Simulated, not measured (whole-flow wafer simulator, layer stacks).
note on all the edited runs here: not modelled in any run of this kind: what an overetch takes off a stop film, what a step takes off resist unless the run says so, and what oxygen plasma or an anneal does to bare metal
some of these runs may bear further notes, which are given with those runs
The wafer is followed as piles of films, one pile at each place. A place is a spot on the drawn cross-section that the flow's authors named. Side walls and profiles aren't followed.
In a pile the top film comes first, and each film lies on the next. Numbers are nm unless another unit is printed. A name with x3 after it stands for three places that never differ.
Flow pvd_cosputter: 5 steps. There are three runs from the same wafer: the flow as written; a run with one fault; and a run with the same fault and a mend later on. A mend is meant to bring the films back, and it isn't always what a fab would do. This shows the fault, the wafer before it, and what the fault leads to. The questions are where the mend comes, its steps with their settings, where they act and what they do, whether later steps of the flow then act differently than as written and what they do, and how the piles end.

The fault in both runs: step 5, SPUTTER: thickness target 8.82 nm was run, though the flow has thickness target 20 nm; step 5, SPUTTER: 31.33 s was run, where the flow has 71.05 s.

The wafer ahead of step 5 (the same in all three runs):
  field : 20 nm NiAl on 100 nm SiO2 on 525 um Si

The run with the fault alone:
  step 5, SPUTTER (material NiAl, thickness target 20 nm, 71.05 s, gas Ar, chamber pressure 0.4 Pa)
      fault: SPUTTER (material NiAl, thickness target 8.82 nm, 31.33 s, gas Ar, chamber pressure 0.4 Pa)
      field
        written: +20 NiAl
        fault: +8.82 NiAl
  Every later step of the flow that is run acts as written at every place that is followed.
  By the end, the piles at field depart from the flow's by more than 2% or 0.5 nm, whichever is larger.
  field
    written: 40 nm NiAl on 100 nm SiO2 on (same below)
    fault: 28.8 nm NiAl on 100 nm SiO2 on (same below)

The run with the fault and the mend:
  The mend follows step 5.
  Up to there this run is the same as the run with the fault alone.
  step 5a, SPUTTER (material NiAl, thickness target 11.18 nm, 39.72 s, gas Ar, chamber pressure 0.4 Pa) (the flow's step 5 again, with other settings)
      field
        +11.2 NiAl
  Every later step of the flow that is run acts as written at every place that is followed.
  By the end, the piles equal the flow's at every place that both follow.
